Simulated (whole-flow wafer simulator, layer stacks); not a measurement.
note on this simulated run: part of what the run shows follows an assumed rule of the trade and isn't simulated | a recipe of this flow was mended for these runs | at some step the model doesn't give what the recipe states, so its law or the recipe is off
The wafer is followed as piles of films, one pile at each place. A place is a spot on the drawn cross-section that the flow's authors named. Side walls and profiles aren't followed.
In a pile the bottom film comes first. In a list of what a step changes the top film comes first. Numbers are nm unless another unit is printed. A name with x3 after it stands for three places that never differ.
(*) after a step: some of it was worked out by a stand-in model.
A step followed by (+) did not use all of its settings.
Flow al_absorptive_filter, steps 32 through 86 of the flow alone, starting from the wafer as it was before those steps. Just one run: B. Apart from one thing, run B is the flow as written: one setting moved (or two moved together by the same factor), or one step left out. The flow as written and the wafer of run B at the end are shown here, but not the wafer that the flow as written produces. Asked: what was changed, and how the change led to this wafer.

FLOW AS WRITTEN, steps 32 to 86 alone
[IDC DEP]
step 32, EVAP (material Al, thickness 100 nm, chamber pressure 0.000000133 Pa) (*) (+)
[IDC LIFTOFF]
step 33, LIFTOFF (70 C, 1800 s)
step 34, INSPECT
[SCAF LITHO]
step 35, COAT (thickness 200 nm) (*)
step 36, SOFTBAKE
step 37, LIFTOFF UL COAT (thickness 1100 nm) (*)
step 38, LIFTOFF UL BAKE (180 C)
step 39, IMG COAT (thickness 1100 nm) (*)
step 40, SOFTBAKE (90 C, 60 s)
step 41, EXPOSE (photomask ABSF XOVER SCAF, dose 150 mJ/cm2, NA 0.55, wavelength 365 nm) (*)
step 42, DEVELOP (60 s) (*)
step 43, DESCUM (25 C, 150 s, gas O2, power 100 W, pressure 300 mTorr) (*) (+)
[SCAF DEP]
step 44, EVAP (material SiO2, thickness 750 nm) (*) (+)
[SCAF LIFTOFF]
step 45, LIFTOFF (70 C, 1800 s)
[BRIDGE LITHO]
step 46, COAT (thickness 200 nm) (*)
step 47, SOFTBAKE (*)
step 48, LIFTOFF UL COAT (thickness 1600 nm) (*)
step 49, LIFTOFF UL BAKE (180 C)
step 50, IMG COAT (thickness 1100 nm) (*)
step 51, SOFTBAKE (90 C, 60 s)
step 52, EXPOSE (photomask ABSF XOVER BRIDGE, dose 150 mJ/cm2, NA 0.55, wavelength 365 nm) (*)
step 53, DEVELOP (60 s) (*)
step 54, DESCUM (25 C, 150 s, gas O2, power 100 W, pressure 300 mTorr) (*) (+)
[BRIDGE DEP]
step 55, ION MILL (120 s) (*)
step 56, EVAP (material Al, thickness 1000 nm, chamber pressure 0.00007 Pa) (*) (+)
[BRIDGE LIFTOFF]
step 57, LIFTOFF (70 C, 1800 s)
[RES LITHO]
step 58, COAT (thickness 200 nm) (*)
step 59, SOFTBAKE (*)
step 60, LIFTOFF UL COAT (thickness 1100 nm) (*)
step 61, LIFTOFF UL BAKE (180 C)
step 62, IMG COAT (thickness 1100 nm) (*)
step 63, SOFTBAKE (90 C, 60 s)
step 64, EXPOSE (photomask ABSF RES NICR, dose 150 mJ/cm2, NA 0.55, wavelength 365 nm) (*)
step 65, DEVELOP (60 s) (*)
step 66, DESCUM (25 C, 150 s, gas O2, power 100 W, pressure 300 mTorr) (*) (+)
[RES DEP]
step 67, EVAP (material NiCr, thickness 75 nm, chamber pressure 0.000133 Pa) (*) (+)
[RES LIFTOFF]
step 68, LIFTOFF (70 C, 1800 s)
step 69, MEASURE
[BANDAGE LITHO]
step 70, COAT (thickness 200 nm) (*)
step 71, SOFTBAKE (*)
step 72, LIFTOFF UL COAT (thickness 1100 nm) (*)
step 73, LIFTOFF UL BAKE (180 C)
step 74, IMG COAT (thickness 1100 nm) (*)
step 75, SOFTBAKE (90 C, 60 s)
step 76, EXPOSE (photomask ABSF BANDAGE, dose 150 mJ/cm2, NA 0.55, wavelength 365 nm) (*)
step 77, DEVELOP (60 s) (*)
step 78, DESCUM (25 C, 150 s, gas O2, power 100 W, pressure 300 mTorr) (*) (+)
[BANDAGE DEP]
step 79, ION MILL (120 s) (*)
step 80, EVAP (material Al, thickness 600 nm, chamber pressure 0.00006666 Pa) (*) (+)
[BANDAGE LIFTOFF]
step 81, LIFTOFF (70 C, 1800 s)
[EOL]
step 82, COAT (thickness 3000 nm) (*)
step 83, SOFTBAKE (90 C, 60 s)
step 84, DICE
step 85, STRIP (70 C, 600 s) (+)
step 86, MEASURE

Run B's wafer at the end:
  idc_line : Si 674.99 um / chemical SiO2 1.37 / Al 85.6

Cause: step 32, EVAP: thickness 85.6 nm was run, though the flow has thickness 100 nm.
The wafer lets one read it off: idc_line has Al 85.6, and step 32 as written asks for 100 nm.

How this came from the change, step by step:
  step 32, EVAP (material Al, thickness 100 nm, chamber pressure 0.000000133 Pa) (*) (+)
      gnd, pad_far, pad_near and 11 more: Al gains 85.6 (new film) (it would be, as written: Al gains 100 (new film))
  step 33, LIFTOFF (70 C, 1800 s)
      gnd, xa_field, xa_margin, xa_strip, xl_land, idc_field, idc_space: Al loses 85.6 (all of it), e-beam-resist loses 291 (all of it) (it would be, as written: Al loses 100 (all of it), e-beam-resist loses 291 (all of it))
      pad_far: Al loses 85.6 (all of it), e-beam-resist loses 287 (all of it) (it would be, as written: Al loses 100 (all of it), e-beam-resist loses 287 (all of it))
      (as well as at 5 more places)
  step 35, COAT (thickness 200 nm) (*)
      idc_line: acrylic-e-beam-resist gains 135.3 (new film) (it would be, as written: acrylic-e-beam-resist gains 125.3 (new film))
      idc_space: acrylic-e-beam-resist gains 223.3 (new film) (it would be, as written: acrylic-e-beam-resist gains 228.2 (new film))
  step 45, LIFTOFF (70 C, 1800 s)
      idc_line: SiO2 loses 750 (all of it), i-line-resist loses 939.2 (all of it), lift-off-underlayer loses 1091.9 (all of it), acrylic-e-beam-resist loses 135.3 (all of it) (it would be, as written: SiO2 loses 750 (all of it), i-line-resist loses 939.2 (all of it), lift-off-underlayer loses 1090 (all of it), acrylic-e-beam-resist loses 125.3 (all of it))
      idc_space: SiO2 loses 750 (all of it), i-line-resist loses 939.2 (all of it), lift-off-underlayer loses 1090.2 (all of it), acrylic-e-beam-resist loses 223.3 (all of it) (it would be, as written: SiO2 loses 750 (all of it), i-line-resist loses 939.1 (all of it), lift-off-underlayer loses 1087.8 (all of it), acrylic-e-beam-resist loses 228.2 (all of it))
  step 46, COAT (thickness 200 nm) (*)
      idc_line: acrylic-e-beam-resist gains 139.1 (new film) (it would be, as written: acrylic-e-beam-resist gains 129.8 (new film))
      idc_space: acrylic-e-beam-resist gains 224.9 (new film) (it would be, as written: acrylic-e-beam-resist gains 229.8 (new film))
  step 57, LIFTOFF (70 C, 1800 s)
      idc_line: Al loses 1000 (all of it), i-line-resist loses 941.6 (all of it), lift-off-underlayer loses 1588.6 (all of it), acrylic-e-beam-resist loses 139.1 (all of it) (it would be, as written: Al loses 1000 (all of it), i-line-resist loses 941.5 (all of it), lift-off-underlayer loses 1586.1 (all of it), acrylic-e-beam-resist loses 129.8 (all of it))
      idc_space: Al loses 1000 (all of it), i-line-resist loses 941.5 (all of it), lift-off-underlayer loses 1589.2 (all of it), acrylic-e-beam-resist loses 224.9 (all of it) (it would be, as written: Al loses 1000 (all of it), i-line-resist loses 941.5 (all of it), lift-off-underlayer loses 1586.9 (all of it), acrylic-e-beam-resist loses 229.8 (all of it))
  step 58, COAT (thickness 200 nm) (*)
      idc_line: acrylic-e-beam-resist gains 139.1 (new film) (it would be, as written: acrylic-e-beam-resist gains 129.8 (new film))
      idc_space: acrylic-e-beam-resist gains 224.9 (new film) (it would be, as written: acrylic-e-beam-resist gains 229.8 (new film))
  step 68, LIFTOFF (70 C, 1800 s)
      idc_line: NiCr loses 75 (all of it), i-line-resist loses 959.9 (all of it), lift-off-underlayer loses 1089 (all of it), acrylic-e-beam-resist loses 139.1 (all of it) (it would be, as written: NiCr loses 75 (all of it), i-line-resist loses 959.8 (all of it), lift-off-underlayer loses 1086.6 (all of it), acrylic-e-beam-resist loses 129.8 (all of it))
      idc_space: NiCr loses 75 (all of it), i-line-resist loses 959.8 (all of it), lift-off-underlayer loses 1089.6 (all of it), acrylic-e-beam-resist loses 224.9 (all of it) (it would be, as written: NiCr loses 75 (all of it), i-line-resist loses 959.8 (all of it), lift-off-underlayer loses 1087.4 (all of it), acrylic-e-beam-resist loses 229.8 (all of it))
  step 70, COAT (thickness 200 nm) (*)
      idc_line: acrylic-e-beam-resist gains 139.1 (new film) (it would be, as written: acrylic-e-beam-resist gains 129.8 (new film))
      idc_space: acrylic-e-beam-resist gains 224.9 (new film) (it would be, as written: acrylic-e-beam-resist gains 229.8 (new film))
  step 81, LIFTOFF (70 C, 1800 s)
      idc_line: Al loses 600 (all of it), i-line-resist loses 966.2 (all of it), lift-off-underlayer loses 1089 (all of it), acrylic-e-beam-resist loses 139.1 (all of it) (it would be, as written: Al loses 600 (all of it), i-line-resist loses 966.1 (all of it), lift-off-underlayer loses 1086.6 (all of it), acrylic-e-beam-resist loses 129.8 (all of it))
      idc_space: Al loses 600 (all of it), i-line-resist loses 966.1 (all of it), lift-off-underlayer loses 1089.6 (all of it), acrylic-e-beam-resist loses 224.9 (all of it) (it would be, as written: Al loses 600 (all of it), i-line-resist loses 966.1 (all of it), lift-off-underlayer loses 1087.4 (all of it), acrylic-e-beam-resist loses 229.8 (all of it))
